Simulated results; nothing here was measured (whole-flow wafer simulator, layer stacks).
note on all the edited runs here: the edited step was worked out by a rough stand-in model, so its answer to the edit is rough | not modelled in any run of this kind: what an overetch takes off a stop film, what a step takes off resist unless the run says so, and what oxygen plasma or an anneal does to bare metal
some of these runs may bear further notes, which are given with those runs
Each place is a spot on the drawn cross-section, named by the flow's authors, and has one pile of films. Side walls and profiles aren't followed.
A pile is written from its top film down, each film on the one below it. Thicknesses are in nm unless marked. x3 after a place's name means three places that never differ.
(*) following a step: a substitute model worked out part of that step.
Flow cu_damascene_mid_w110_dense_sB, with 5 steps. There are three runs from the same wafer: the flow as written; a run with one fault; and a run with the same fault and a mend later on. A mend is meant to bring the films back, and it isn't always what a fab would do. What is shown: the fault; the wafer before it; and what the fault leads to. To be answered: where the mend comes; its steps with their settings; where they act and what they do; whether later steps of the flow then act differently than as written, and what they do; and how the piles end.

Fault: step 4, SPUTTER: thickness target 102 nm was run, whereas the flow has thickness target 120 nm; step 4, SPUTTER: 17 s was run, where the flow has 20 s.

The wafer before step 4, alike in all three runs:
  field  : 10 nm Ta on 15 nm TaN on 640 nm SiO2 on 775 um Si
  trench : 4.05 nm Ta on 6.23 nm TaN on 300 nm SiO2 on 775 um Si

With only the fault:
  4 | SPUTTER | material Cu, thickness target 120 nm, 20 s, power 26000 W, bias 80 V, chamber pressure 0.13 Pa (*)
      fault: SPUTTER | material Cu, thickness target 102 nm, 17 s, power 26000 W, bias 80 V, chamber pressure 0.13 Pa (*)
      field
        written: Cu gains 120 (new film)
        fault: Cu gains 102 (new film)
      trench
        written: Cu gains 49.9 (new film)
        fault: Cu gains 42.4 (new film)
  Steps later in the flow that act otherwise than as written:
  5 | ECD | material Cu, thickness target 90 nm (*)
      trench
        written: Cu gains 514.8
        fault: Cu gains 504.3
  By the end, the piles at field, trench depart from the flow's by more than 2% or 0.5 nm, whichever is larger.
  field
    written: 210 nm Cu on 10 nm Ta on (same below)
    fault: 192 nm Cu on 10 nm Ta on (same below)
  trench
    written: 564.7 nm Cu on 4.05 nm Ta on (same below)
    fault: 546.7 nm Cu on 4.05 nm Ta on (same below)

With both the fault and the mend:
  The mend stands after step 4.
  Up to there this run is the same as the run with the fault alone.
  4a | SPUTTER | material Cu, thickness target 18 nm, 3 s, power 26000 W, bias 80 V, chamber pressure 0.13 Pa (*) (a further turn of the flow's step 4, with different settings)
      field
        Cu gains 18
      trench
        Cu gains 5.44
  Later steps of the flow that are run all act as written at every place that is followed, up to a difference of at most 2% or 0.5 nm, whichever is larger.
  At every place that both follow, the piles at the end match the flow's.
